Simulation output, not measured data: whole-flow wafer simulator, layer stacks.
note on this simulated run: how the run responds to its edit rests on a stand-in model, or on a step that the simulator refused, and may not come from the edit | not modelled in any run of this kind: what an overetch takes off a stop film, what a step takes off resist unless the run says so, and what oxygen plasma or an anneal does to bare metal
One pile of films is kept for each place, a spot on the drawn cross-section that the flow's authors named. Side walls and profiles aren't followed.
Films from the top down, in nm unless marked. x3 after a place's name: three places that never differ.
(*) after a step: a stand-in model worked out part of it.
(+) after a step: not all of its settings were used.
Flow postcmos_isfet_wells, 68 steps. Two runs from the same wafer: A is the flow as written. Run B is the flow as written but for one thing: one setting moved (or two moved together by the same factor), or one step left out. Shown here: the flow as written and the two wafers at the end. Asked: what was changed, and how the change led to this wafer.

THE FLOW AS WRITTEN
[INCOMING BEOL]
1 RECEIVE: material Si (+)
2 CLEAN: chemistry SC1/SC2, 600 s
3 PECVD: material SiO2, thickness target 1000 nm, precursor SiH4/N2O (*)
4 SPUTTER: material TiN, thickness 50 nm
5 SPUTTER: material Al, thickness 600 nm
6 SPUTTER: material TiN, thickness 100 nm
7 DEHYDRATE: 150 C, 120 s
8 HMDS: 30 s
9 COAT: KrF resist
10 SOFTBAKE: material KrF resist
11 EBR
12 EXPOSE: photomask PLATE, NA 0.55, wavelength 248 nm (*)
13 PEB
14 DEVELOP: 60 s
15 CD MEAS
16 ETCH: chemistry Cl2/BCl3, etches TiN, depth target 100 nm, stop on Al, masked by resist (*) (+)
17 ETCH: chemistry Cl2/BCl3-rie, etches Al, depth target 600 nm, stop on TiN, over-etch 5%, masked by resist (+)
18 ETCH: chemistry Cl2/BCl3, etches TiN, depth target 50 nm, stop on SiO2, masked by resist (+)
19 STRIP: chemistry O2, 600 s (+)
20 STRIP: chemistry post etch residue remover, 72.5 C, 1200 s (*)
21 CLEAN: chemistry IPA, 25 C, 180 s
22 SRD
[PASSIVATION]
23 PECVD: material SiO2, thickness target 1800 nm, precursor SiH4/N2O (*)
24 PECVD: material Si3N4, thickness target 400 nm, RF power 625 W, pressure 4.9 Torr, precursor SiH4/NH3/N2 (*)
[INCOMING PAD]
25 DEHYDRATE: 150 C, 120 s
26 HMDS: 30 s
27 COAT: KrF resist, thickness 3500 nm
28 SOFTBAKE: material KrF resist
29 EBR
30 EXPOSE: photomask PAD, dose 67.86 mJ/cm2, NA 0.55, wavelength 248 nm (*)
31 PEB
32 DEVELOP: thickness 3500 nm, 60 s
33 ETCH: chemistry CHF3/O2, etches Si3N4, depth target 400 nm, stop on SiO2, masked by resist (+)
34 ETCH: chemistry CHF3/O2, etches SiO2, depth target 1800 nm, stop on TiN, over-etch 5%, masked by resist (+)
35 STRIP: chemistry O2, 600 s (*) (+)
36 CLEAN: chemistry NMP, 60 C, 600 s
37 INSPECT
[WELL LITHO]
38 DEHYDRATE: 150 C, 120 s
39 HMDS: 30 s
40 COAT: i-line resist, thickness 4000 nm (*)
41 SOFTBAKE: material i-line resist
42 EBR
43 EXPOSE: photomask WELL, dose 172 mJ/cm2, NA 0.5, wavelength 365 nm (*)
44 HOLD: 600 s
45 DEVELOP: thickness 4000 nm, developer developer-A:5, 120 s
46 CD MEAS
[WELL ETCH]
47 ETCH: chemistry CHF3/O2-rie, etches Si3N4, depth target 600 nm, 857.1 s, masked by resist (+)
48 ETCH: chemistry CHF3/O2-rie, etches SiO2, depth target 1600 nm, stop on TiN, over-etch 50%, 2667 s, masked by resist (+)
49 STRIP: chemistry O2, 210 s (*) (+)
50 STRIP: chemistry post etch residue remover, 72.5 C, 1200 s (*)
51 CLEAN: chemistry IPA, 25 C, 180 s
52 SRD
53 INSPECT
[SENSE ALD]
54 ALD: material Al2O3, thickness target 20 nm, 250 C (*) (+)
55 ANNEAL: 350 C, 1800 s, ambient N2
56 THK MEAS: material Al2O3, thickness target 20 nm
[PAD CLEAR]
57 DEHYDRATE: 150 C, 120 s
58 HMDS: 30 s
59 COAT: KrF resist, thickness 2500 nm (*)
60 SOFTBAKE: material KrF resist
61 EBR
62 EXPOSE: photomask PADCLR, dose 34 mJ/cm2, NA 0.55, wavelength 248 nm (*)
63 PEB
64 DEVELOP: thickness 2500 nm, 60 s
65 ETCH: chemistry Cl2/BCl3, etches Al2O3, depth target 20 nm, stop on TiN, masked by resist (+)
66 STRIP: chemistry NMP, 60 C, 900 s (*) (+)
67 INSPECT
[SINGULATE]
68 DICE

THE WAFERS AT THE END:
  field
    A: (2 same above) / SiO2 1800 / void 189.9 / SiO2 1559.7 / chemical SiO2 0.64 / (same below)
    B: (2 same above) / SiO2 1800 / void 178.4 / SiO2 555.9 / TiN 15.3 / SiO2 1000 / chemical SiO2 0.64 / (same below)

The cause: step 18, ETCH: depth target 34.3 nm was run, where the flow has depth target 50 nm.

How the change led to this, step by step:
  18 ETCH: chemistry Cl2/BCl3, etches TiN, depth target 50 nm, stop on SiO2, masked by resist (+)
      field: A TiN -50 (all of it) | B TiN -34.3
      margin, well900, well1300 x3, pad_rim, pad_clr, pad_open: A KrF resist -20 | B KrF resist -13.7
  23 PECVD: material SiO2, thickness target 1800 nm, precursor SiH4/N2O (*)
      field: A SiO2 +1800 (new film), void +189.9 (new film), SiO2 +559.7 | B SiO2 +1800 (new film), void +178.4 (new film), SiO2 +555.9 (new film)
Counting metal films that touch as one body, field has 1 body; the flow as written gives 0 bodies.
